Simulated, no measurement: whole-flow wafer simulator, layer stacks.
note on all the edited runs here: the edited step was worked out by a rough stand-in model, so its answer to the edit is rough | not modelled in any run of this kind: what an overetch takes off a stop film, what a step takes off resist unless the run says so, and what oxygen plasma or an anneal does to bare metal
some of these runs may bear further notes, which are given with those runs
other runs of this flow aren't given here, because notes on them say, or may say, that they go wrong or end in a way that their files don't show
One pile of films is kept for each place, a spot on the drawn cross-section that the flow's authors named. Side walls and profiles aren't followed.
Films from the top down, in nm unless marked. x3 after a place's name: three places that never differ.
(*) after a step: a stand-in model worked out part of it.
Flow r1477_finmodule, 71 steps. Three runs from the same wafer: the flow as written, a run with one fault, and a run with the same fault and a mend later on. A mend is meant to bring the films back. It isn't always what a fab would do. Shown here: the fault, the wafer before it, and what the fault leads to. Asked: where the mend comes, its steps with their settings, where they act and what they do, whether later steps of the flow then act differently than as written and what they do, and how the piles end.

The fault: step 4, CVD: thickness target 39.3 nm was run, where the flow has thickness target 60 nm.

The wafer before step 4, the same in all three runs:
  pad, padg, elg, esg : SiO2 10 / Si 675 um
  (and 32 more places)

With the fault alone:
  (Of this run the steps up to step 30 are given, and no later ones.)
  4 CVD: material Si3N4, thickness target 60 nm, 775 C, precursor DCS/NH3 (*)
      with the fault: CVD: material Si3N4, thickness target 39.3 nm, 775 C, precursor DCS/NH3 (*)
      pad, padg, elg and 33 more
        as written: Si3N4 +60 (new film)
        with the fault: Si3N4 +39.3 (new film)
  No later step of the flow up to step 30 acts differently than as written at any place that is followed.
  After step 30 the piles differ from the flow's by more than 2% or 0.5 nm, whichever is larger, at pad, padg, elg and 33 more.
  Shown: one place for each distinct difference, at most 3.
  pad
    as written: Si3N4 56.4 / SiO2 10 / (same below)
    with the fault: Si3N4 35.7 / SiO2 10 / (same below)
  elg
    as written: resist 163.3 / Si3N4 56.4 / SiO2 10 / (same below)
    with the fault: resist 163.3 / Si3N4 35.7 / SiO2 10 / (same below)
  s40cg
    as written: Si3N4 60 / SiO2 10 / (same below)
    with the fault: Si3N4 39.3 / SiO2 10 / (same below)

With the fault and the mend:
  The mend comes after step 5.
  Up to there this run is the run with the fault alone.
  5a ETCH: chemistry h3po4, depth target 45.2 nm
      pad, padg, elg and 33 more
        Si3N4 -39.3 (all of it)
  5b CLEAN: chemistry SC1/SC2 (the flow's step 2 once more)
      changes no film at any place that is followed
  5c CVD: material Si3N4, thickness target 60 nm, 775 C, precursor DCS/NH3 (*) (the flow's step 4 once more)
      pad, padg, elg and 33 more
        Si3N4 +60 (new film)
  No later step of the flow acts differently than as written at any place that is followed.
  At the end the piles are the same as the flow's at every place that both follow.
